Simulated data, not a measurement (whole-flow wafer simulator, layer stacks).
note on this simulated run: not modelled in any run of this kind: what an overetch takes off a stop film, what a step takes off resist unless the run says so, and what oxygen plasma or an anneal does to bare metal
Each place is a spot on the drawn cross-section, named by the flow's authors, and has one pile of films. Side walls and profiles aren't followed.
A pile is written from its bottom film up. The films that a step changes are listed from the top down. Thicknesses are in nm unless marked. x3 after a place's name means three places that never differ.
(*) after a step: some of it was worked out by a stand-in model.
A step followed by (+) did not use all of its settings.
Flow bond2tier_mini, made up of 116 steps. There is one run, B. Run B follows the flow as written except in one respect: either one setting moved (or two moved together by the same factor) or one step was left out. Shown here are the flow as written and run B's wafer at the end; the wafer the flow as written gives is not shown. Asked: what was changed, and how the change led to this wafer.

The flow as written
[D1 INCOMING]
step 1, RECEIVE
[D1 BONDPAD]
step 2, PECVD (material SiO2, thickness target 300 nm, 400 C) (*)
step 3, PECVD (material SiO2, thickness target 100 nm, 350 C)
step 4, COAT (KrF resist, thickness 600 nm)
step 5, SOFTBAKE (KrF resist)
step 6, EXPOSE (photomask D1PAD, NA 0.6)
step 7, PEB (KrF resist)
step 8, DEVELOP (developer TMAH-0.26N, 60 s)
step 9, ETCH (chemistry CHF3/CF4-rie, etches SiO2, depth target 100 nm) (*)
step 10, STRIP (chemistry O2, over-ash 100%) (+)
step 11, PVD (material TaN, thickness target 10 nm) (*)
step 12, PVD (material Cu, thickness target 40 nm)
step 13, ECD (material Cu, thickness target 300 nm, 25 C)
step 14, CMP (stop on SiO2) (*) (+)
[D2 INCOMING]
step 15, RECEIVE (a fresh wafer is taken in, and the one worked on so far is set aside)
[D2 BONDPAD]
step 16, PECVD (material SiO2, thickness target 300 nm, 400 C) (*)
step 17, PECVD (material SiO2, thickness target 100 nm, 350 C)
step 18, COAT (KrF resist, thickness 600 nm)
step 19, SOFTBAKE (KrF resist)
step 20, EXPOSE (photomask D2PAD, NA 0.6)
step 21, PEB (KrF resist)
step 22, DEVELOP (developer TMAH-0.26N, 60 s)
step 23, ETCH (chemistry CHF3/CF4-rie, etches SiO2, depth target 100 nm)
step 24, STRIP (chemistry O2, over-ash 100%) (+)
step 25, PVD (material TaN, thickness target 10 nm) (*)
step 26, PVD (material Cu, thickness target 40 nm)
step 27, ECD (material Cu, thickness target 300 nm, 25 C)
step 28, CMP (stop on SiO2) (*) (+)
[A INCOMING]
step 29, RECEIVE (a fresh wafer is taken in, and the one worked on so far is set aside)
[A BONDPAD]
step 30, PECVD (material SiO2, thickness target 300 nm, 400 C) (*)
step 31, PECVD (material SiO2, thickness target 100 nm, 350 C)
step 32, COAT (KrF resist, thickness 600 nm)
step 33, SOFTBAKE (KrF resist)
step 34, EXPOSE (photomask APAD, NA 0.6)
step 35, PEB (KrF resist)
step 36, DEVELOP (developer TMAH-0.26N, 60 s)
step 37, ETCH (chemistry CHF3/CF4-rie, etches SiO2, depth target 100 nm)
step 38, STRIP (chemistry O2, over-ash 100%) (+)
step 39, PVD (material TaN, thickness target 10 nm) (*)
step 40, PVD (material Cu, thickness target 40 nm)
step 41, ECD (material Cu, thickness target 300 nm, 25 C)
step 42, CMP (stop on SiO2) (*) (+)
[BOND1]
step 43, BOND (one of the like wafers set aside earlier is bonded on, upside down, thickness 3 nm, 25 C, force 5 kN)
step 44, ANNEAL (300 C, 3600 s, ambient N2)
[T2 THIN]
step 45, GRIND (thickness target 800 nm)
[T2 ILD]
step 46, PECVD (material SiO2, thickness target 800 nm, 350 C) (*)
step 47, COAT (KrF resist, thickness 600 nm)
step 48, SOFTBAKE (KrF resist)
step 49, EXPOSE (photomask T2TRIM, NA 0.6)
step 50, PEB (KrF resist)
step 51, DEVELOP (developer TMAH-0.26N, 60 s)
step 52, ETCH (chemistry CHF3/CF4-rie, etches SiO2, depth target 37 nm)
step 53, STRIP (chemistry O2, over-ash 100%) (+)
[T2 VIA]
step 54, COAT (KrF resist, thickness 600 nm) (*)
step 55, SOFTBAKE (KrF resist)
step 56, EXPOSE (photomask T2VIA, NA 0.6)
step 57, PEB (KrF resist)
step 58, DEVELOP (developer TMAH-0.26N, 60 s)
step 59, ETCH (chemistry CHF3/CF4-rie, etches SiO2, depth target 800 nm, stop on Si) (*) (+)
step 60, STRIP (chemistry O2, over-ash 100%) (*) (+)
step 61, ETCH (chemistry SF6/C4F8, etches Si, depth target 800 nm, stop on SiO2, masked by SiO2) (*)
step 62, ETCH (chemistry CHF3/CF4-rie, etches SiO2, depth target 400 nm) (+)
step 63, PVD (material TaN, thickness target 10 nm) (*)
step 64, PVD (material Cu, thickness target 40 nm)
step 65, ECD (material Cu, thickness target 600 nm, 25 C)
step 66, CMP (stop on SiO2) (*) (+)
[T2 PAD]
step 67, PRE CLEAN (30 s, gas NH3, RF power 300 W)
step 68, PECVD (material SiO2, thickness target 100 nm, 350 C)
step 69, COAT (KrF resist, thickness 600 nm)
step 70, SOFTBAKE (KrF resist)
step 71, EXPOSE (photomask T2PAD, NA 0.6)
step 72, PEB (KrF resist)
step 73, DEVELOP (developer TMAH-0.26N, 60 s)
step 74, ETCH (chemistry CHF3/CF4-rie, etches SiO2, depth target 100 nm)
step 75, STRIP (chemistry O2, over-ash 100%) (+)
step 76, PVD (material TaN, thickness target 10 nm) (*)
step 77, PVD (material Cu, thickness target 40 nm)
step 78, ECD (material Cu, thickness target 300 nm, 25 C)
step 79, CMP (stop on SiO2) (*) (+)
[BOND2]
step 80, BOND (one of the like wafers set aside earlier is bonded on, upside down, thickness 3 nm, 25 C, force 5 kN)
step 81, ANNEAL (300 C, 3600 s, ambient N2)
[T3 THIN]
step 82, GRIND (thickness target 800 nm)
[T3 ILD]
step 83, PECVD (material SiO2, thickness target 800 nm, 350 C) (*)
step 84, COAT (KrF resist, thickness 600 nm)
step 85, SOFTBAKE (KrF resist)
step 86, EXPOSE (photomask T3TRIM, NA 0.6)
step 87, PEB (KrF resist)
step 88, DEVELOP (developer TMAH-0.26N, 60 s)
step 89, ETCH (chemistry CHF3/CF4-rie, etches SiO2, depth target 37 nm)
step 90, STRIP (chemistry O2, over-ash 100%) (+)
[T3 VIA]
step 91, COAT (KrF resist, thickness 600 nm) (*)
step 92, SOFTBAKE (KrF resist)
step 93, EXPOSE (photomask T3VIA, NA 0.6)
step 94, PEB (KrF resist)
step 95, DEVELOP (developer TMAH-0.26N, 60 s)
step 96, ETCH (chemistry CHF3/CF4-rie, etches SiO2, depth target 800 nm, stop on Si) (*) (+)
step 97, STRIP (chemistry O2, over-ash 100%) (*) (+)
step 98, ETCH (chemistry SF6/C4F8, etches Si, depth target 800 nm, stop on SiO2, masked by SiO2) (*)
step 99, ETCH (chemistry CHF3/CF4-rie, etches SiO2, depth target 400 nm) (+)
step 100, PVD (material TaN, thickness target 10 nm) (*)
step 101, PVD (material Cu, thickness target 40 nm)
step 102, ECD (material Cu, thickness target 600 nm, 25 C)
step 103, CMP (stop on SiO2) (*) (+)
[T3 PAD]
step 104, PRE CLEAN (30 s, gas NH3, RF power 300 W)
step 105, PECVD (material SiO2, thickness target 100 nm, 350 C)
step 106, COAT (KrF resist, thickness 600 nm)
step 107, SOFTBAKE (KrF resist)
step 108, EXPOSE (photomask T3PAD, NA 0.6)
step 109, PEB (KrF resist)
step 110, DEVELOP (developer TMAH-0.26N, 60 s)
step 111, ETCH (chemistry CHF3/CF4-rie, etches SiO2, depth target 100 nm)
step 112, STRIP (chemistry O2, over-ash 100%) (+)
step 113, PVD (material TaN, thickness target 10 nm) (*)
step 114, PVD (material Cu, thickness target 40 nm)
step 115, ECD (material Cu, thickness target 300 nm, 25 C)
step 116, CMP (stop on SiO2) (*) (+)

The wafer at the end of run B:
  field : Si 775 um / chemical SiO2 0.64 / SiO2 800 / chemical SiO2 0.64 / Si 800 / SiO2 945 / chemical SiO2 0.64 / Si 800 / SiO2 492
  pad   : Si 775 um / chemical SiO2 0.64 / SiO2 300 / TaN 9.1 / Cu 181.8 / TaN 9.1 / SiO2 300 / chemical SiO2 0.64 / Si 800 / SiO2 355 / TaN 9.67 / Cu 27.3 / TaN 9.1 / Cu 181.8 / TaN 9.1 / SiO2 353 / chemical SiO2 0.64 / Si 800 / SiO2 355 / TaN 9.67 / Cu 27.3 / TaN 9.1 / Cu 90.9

What caused this: step 17, PECVD: thickness target 153 nm was run, whereas the flow has thickness target 100 nm.

How this came from the change, step by step:
  step 17, PECVD (material SiO2, thickness target 100 nm, 350 C)
      field, pad, via: +153 SiO2 (as written it would have been: +100 SiO2)
  step 80, BOND (one of the like wafers set aside earlier is bonded on, upside down, thickness 3 nm, 25 C, force 5 kN)
      field: +775 um Si (new film), +0.64 chemical SiO2 (new film), +453 SiO2 (as written it would have been: +775 um Si (new film), +0.64 chemical SiO2 (new film), +400 SiO2)
      pad: +775 um Si (new film), +0.64 chemical SiO2 (new film), +353 SiO2 (new film), +9.1 TaN (new film), +90.9 Cu (as written it would have been: +775 um Si (new film), +0.64 chemical SiO2 (new film), +300 SiO2 (new film), +9.1 TaN (new film), +90.9 Cu)
